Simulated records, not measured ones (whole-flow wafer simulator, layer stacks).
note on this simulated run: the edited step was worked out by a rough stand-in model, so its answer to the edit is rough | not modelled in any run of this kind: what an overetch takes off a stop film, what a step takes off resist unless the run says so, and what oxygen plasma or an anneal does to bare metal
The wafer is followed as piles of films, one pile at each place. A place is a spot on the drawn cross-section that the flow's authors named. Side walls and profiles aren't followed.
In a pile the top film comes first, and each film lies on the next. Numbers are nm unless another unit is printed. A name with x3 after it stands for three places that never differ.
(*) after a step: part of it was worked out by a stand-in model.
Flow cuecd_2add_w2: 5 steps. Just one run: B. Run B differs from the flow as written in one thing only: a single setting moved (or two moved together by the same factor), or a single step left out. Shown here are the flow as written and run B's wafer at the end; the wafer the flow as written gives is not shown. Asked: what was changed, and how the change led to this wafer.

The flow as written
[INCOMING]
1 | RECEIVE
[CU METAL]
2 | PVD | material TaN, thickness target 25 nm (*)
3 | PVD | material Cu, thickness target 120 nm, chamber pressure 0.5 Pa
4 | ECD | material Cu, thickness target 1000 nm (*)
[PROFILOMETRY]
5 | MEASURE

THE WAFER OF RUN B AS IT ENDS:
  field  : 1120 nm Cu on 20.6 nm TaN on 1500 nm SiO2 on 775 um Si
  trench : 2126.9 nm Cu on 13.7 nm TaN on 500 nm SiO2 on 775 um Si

Cause: step 2, PVD: thickness target 20.6 nm was run, while the flow as written has thickness target 25 nm.
One can read it off the wafer: field has TaN 20.6, and step 2 as written asks for 25 nm.

How this came from the change, step by step:
  2 | PVD | material TaN, thickness target 25 nm (*)
      field: +20.6 TaN (new film) (it would be, as written: +25 TaN (new film))
      trench: +13.7 TaN (new film) (it would be, as written: +16.6 TaN (new film))
